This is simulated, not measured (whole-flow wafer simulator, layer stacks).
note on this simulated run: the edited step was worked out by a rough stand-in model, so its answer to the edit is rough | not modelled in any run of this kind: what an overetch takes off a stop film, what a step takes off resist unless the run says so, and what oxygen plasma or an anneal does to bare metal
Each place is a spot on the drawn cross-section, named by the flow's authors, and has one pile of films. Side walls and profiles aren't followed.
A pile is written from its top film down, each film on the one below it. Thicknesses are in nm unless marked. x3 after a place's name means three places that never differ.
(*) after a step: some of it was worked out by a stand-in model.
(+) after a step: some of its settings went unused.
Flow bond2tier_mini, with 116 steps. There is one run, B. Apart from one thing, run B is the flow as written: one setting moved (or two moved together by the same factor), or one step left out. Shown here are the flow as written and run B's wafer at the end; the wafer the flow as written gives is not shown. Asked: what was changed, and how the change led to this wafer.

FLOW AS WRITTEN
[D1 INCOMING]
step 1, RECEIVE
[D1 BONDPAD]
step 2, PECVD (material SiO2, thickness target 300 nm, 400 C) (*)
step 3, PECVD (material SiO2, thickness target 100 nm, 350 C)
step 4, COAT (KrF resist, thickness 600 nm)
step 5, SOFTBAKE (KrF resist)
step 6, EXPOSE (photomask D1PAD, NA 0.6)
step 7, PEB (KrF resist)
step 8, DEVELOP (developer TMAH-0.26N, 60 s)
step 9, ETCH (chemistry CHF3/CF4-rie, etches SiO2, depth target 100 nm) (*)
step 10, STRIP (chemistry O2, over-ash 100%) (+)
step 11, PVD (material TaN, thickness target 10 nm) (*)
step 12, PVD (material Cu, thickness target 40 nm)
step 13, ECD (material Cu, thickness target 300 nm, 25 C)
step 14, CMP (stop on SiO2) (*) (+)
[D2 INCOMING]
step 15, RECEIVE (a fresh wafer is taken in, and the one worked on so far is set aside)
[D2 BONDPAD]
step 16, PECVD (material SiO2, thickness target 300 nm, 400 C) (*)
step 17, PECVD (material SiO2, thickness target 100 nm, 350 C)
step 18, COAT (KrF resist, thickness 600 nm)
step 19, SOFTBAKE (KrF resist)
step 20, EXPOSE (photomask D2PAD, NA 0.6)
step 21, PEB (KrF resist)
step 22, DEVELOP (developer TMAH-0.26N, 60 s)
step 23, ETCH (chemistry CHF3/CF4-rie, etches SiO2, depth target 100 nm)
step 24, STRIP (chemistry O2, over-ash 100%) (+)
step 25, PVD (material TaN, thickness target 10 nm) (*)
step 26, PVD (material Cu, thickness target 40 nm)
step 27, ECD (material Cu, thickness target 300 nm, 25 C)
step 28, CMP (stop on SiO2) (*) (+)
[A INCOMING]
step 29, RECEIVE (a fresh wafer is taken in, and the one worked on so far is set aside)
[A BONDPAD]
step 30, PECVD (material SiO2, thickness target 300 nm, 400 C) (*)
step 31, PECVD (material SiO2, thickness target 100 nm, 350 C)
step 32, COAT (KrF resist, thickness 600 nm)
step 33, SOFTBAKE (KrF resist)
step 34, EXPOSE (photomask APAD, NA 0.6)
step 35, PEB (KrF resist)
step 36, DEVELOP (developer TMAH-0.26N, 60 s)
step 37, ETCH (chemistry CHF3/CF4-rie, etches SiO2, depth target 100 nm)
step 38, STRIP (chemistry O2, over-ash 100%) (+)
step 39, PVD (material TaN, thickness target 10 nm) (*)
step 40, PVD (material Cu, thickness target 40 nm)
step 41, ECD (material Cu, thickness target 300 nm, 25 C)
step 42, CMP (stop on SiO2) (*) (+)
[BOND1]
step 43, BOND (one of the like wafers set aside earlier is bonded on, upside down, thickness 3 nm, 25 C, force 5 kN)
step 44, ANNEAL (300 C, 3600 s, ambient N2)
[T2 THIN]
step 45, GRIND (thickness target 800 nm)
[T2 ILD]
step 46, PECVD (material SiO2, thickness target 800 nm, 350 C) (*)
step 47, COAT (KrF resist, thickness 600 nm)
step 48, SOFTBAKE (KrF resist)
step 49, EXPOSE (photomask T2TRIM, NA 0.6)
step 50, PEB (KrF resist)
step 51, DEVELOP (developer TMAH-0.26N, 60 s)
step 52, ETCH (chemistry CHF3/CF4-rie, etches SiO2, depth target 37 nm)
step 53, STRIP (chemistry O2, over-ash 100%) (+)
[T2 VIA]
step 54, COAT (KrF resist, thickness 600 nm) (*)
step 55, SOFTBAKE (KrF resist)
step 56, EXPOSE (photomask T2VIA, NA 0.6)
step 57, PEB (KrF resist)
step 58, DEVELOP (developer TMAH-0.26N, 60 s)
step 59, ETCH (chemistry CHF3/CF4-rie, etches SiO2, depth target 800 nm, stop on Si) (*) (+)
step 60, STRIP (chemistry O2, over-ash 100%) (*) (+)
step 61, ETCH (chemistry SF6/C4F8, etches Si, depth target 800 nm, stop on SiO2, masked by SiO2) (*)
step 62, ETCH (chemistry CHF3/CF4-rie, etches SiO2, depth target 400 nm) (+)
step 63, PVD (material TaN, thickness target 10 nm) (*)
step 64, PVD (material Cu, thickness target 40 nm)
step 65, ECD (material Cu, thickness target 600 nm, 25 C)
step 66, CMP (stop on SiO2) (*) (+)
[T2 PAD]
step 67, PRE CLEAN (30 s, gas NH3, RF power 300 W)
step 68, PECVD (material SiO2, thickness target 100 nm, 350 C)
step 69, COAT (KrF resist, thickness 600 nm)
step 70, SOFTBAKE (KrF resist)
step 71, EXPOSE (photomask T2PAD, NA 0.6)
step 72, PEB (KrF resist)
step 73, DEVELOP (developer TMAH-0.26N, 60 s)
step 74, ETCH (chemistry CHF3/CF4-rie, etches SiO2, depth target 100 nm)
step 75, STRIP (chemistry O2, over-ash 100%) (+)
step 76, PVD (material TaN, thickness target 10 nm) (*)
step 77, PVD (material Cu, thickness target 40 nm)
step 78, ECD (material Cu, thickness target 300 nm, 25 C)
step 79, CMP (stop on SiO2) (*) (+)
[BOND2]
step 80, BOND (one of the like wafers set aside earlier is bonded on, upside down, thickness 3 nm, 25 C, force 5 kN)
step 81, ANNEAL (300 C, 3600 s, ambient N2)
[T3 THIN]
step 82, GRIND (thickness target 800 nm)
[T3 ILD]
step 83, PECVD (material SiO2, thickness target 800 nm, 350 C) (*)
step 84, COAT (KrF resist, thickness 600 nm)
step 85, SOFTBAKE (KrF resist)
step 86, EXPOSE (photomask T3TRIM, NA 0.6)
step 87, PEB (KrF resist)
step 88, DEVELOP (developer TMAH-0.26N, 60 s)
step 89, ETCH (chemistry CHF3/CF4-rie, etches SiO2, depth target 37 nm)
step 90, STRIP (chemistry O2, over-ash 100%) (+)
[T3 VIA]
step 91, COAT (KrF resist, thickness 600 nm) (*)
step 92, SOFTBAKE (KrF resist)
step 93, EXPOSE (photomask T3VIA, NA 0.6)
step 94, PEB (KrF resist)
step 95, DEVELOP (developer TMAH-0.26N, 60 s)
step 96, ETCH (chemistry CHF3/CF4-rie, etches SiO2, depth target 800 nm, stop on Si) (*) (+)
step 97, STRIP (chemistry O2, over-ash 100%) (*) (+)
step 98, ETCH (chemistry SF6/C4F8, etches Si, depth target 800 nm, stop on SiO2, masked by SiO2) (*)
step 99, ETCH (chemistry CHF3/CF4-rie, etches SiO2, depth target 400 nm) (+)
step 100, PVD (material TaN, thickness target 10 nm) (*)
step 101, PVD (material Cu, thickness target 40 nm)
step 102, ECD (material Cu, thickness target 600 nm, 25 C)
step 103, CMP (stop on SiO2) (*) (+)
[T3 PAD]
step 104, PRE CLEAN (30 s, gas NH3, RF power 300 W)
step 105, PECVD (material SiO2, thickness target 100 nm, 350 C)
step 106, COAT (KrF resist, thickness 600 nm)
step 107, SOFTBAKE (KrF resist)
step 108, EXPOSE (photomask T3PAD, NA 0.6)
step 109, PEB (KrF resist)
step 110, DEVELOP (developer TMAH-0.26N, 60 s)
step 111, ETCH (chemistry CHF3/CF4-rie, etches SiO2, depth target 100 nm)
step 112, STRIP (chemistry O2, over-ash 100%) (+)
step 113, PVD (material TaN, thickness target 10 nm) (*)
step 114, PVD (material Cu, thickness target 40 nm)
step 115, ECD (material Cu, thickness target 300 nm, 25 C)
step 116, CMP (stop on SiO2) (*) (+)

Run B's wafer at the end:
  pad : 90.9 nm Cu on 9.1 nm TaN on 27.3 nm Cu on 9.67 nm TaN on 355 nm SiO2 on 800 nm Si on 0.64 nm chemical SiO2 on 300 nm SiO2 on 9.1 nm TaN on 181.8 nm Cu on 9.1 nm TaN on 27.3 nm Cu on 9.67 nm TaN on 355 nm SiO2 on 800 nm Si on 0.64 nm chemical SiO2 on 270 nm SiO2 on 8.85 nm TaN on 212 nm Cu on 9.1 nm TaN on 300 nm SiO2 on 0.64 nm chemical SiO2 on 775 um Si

What caused this: step 9, ETCH: depth target 130 nm was run, whereas the flow has depth target 100 nm.

Step by step, how the change led to this:
  step 9, ETCH (chemistry CHF3/CF4-rie, etches SiO2, depth target 100 nm) (*)
      pad, via: -130 SiO2 (as written it would have been: -100 SiO2)
      field: -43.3 KrF resist (as written it would have been: -33.3 KrF resist)
  step 12, PVD (material Cu, thickness target 40 nm)
      pad: +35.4 Cu (new film) (as written it would have been: +36.4 Cu (new film))
  step 13, ECD (material Cu, thickness target 300 nm, 25 C)
      pad: +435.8 Cu (as written it would have been: +404.5 Cu)
      via: +430.4 Cu (as written it would have been: +400.2 Cu)
  step 43, BOND (one of the like wafers set aside earlier is bonded on, upside down, thickness 3 nm, 25 C, force 5 kN)
      pad: +775 um Si (new film), +0.64 chemical SiO2 (new film), +270 SiO2 (new film), +8.85 TaN (new film), +121.2 Cu (as written it would have been: +775 um Si (new film), +0.64 chemical SiO2 (new film), +300 SiO2 (new film), +9.1 TaN (new film), +90.9 Cu)
      via: +775 um Si (new film), +0.64 chemical SiO2 (new film), +270 SiO2 (new film), +9.94 TaN (new film), +120.1 Cu (as written it would have been: +775 um Si (new film), +0.64 chemical SiO2 (new film), +300 SiO2 (new film), +9.97 TaN (new film), +90 Cu)
